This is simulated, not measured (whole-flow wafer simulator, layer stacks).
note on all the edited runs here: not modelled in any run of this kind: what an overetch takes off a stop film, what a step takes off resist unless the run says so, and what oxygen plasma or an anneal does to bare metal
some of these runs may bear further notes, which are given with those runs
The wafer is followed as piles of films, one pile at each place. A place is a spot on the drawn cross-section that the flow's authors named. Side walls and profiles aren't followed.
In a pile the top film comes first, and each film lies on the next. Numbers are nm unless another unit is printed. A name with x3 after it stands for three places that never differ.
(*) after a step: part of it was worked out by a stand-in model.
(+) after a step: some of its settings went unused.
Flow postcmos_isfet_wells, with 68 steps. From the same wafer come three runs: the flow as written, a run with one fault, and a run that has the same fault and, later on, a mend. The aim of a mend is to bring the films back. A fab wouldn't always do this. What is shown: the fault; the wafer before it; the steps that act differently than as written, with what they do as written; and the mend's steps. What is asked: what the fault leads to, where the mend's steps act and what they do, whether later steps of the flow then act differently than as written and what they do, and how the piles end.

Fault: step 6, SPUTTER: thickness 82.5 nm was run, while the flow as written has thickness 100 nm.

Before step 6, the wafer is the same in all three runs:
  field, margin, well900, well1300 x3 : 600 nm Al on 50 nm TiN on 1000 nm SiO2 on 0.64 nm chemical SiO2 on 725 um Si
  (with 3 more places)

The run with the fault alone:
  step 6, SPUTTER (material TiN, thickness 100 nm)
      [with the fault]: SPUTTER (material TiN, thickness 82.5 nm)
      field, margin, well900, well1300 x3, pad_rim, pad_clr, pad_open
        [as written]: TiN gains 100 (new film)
        [with the fault]: TiN gains 82.5 (new film)
  Later steps of the flow acting differently than as written:
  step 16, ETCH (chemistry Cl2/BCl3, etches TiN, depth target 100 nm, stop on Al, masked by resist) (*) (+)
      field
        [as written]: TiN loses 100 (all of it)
        [with the fault]: TiN loses 82.5 (all of it)
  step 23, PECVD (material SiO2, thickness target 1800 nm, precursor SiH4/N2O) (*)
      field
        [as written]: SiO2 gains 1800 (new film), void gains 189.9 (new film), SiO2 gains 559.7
        [with the fault]: SiO2 gains 1800 (new film), void gains 176.7 (new film), SiO2 gains 555.4
  By the end, the piles at field, margin, well900, well1300 x3, pad_rim, pad_clr, pad_open depart from the flow's by more than 2% or 0.5 nm, whichever is larger.
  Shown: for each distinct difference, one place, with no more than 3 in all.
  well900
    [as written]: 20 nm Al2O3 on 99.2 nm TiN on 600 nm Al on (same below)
    [with the fault]: 20 nm Al2O3 on 81.7 nm TiN on 600 nm Al on (same below)
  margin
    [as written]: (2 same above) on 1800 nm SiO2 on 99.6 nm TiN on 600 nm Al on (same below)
    [with the fault]: (2 same above) on 1800 nm SiO2 on 82.1 nm TiN on 600 nm Al on (same below)
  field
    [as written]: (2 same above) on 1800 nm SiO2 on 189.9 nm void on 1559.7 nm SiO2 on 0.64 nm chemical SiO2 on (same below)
    [with the fault]: (2 same above) on 1800 nm SiO2 on 176.7 nm void on 1555.4 nm SiO2 on 0.64 nm chemical SiO2 on (same below)

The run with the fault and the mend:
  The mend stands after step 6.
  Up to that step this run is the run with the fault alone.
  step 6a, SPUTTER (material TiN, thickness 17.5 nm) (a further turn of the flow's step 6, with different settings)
      field, margin, well900, well1300 x3, pad_rim, pad_clr, pad_open
        TiN gains 17.5
  Every later step of the flow that is run acts as written at every place that is followed.
  The piles end the same as the flow's at every place that both follow.
